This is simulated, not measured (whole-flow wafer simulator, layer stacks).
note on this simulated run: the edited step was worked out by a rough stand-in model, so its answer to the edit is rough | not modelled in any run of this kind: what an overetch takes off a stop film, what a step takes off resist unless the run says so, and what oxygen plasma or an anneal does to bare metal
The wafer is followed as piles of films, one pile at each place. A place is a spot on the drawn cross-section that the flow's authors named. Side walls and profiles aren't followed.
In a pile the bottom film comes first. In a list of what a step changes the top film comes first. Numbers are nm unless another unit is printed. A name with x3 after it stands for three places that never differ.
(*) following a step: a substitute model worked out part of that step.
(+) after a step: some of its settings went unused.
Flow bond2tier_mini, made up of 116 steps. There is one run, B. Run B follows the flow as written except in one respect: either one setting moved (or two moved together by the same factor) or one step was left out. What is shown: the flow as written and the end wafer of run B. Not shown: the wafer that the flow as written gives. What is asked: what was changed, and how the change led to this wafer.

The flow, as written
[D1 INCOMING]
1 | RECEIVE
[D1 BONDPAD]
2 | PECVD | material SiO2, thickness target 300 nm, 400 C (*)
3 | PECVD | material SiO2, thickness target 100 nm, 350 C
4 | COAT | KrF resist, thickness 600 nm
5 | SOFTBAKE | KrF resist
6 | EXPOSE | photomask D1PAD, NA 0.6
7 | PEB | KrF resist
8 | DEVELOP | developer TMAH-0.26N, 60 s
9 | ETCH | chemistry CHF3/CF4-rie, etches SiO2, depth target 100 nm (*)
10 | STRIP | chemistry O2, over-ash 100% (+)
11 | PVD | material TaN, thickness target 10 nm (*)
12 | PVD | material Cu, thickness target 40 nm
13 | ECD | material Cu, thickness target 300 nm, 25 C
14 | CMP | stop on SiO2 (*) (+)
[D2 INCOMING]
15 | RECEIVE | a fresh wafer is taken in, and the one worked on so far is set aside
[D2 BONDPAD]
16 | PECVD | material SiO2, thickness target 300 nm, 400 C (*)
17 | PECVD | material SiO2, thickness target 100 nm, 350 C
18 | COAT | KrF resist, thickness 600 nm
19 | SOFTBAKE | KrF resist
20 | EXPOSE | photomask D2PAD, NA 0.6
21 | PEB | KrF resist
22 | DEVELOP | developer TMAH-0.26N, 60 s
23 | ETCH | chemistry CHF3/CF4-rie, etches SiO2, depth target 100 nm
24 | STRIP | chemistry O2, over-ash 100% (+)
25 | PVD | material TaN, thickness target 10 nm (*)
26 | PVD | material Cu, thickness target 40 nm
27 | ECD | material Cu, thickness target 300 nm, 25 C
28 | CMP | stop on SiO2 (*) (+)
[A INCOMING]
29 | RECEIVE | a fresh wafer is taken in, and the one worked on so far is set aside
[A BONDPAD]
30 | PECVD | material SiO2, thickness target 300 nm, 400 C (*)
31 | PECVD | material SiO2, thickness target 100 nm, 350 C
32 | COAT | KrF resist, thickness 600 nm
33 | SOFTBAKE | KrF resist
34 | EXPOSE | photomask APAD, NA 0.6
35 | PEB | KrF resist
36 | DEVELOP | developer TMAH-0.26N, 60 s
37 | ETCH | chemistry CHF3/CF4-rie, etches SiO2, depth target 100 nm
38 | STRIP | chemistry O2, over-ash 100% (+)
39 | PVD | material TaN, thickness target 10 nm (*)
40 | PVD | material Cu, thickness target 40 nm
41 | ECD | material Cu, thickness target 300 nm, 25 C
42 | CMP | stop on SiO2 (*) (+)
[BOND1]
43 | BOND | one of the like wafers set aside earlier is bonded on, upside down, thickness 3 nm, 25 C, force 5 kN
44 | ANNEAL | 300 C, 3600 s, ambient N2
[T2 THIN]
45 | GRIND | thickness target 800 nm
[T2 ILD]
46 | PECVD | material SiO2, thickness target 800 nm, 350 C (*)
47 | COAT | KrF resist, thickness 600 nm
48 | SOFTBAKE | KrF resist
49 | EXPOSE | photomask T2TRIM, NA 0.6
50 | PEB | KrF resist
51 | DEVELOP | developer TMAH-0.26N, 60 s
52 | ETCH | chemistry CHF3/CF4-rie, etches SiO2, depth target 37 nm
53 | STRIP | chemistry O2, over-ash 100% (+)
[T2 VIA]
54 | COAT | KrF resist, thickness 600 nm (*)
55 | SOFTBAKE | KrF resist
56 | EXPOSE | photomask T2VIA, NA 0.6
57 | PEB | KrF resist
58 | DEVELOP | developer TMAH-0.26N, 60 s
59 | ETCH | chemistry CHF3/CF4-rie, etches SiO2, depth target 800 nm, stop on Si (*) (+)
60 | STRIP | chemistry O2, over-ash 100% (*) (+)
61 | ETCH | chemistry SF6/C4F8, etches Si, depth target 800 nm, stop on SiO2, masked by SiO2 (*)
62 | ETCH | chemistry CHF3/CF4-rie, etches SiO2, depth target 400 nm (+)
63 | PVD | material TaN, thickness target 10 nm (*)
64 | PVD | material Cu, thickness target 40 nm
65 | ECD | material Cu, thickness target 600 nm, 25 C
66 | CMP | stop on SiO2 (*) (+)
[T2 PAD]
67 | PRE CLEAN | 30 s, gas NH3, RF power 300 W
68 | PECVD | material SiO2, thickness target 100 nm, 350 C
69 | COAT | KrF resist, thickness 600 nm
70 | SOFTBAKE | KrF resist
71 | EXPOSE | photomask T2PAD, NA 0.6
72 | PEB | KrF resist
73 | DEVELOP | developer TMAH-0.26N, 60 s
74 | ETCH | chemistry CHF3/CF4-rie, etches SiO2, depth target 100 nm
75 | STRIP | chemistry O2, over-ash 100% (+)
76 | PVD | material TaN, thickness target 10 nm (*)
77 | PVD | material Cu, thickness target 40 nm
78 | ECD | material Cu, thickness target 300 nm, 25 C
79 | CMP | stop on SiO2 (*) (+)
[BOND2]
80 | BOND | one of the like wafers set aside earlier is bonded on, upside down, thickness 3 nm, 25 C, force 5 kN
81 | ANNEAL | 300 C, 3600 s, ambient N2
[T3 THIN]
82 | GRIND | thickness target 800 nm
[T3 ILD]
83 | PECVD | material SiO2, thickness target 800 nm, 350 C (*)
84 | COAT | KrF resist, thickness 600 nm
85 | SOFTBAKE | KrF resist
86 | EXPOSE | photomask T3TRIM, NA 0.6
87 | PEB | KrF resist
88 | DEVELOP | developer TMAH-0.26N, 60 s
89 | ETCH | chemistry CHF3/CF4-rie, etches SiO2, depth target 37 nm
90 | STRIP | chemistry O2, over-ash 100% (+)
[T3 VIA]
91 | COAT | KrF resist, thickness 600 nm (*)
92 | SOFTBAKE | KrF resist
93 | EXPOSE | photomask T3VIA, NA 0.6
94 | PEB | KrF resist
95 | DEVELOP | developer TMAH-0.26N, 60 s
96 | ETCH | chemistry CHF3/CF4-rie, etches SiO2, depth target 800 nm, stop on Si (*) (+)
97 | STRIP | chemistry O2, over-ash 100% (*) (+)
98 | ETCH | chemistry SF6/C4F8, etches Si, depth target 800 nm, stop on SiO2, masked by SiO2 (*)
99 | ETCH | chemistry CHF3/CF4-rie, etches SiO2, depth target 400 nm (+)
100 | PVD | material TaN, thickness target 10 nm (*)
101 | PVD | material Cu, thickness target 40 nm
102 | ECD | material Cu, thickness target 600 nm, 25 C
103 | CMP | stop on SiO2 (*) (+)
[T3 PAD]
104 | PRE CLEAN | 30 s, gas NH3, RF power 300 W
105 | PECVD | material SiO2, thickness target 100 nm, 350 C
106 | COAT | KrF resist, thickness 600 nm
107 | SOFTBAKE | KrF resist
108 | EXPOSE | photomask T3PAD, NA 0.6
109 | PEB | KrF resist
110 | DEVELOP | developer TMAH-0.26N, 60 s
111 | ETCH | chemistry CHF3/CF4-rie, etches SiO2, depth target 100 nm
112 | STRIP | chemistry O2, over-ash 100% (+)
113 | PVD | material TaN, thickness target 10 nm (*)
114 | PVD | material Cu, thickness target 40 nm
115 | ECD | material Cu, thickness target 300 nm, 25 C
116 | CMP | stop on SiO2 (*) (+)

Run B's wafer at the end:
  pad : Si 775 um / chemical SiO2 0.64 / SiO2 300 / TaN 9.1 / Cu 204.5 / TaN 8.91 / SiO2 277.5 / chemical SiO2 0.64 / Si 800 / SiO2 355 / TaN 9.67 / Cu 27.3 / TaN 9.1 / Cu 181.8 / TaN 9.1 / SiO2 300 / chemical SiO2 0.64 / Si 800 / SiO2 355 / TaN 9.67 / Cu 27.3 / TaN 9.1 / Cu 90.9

Cause: step 9, ETCH: depth target 122.5 nm was run, while the flow as written has depth target 100 nm.

The path from the change to this, step by step:
  9 | ETCH | chemistry CHF3/CF4-rie, etches SiO2, depth target 100 nm (*)
      pad, via: -122.5 SiO2 (it would be, as written: -100 SiO2)
      field: -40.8 KrF resist (it would be, as written: -33.3 KrF resist)
  12 | PVD | material Cu, thickness target 40 nm
      pad: +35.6 Cu (new film) (it would be, as written: +36.4 Cu (new film))
  13 | ECD | material Cu, thickness target 300 nm, 25 C
      pad: +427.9 Cu (it would be, as written: +404.5 Cu)
      via: +422.8 Cu (it would be, as written: +400.2 Cu)
  43 | BOND | one of the like wafers set aside earlier is bonded on, upside down, thickness 3 nm, 25 C, force 5 kN
      pad: +775 um Si (new film), +0.64 chemical SiO2 (new film), +277.5 SiO2 (new film), +8.91 TaN (new film), +113.6 Cu (it would be, as written: +775 um Si (new film), +0.64 chemical SiO2 (new film), +300 SiO2 (new film), +9.1 TaN (new film), +90.9 Cu)
      via: +775 um Si (new film), +0.64 chemical SiO2 (new film), +277.5 SiO2 (new film), +9.95 TaN (new film), +112.5 Cu (it would be, as written: +775 um Si (new film), +0.64 chemical SiO2 (new film), +300 SiO2 (new film), +9.97 TaN (new film), +90 Cu)
